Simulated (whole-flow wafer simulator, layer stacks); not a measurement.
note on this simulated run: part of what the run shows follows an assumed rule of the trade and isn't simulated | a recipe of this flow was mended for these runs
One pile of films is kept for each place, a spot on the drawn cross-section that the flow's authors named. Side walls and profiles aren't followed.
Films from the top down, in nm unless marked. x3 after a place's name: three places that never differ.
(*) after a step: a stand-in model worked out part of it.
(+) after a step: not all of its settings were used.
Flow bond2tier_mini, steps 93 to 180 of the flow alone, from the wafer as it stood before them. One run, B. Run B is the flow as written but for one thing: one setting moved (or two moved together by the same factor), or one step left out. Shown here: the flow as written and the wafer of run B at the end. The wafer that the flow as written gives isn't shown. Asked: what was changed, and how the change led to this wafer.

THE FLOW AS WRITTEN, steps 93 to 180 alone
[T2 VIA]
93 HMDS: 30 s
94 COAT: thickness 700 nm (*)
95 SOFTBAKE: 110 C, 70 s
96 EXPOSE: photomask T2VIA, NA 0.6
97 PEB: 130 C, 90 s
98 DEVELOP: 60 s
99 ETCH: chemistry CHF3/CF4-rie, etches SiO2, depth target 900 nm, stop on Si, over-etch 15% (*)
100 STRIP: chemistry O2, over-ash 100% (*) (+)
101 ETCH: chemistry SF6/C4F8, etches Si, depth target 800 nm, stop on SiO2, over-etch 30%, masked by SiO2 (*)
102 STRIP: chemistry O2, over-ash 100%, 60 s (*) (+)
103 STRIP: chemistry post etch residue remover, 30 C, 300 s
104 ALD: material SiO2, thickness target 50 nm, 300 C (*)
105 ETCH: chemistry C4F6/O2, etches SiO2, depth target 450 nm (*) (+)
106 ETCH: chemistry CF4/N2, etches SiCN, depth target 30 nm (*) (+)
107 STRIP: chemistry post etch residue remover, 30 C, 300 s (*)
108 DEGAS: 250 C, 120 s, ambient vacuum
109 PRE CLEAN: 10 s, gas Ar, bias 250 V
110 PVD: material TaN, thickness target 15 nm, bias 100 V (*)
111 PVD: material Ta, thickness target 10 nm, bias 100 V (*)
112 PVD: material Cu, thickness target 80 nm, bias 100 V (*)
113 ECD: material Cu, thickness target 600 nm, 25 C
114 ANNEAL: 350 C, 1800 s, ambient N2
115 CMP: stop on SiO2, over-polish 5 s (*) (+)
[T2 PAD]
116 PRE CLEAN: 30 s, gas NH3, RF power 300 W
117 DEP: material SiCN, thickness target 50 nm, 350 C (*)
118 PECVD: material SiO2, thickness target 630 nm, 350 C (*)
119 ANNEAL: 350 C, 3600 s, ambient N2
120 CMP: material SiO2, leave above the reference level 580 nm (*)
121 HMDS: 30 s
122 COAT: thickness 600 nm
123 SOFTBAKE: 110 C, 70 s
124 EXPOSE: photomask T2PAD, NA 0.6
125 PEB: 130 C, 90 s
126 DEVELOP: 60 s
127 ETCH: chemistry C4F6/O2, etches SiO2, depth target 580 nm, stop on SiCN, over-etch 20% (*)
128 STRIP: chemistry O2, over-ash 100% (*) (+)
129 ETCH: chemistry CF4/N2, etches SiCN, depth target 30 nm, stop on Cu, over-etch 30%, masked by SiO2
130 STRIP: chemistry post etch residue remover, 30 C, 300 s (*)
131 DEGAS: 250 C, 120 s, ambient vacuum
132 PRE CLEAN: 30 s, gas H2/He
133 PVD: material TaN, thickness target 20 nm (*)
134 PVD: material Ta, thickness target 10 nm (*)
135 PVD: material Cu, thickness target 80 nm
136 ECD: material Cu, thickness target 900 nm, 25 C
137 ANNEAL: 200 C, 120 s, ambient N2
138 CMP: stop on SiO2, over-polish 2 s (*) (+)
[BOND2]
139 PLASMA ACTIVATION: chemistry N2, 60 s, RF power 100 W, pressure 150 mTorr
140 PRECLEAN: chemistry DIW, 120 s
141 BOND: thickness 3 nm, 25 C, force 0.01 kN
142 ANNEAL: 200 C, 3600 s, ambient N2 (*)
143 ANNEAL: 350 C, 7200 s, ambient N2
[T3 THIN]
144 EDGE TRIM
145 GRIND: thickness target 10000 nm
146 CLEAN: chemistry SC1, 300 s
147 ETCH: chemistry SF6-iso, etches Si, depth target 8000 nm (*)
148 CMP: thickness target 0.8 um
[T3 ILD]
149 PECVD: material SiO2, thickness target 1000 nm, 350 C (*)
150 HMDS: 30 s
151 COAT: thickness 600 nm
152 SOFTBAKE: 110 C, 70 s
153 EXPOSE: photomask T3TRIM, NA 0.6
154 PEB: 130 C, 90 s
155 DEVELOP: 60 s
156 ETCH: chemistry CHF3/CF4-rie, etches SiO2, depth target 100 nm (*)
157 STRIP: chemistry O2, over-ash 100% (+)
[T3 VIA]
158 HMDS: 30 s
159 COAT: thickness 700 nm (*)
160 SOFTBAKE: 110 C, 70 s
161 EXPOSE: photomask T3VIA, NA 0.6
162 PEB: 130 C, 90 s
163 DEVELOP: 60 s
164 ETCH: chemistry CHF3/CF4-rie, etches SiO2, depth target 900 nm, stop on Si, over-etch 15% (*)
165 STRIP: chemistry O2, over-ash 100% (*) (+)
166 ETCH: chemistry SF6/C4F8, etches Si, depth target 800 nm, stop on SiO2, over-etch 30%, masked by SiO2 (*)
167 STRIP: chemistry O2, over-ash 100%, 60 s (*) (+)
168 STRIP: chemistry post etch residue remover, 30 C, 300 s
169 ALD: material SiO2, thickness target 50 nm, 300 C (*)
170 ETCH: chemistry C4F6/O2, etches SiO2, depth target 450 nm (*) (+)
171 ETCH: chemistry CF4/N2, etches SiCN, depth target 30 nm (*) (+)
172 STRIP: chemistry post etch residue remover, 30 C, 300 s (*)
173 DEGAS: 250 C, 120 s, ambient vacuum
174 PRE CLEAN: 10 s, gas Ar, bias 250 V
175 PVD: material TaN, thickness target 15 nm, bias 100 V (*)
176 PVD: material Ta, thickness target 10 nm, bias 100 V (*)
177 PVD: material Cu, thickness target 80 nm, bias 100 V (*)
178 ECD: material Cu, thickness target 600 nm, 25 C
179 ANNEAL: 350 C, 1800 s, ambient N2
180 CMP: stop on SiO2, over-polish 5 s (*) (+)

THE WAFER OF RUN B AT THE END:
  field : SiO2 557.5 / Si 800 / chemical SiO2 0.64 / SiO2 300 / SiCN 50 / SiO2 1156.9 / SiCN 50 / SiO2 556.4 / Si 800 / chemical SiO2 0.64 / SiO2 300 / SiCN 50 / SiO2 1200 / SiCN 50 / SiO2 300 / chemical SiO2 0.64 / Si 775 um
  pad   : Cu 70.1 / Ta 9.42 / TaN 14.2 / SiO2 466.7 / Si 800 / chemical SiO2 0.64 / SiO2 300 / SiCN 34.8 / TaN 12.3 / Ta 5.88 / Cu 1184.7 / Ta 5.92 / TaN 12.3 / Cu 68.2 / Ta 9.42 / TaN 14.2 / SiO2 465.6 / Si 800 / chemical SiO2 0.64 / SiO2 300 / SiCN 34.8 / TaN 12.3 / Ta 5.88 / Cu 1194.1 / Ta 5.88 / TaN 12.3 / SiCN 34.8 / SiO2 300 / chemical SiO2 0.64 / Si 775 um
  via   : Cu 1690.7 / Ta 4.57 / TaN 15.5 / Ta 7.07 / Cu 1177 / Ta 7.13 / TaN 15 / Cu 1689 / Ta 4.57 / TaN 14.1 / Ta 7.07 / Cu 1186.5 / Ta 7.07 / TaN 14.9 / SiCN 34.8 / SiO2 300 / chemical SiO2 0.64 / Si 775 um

The cause: step 109, PRE CLEAN: bias 400 V was run, where the flow has bias 250 V.

How the change led to this, step by step:
  109 PRE CLEAN: 10 s, gas Ar, bias 250 V
      field, pad: SiO2 -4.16 (as written it would be: SiO2 -3)
      via: TaN -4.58 (as written it would be: TaN -3.19)
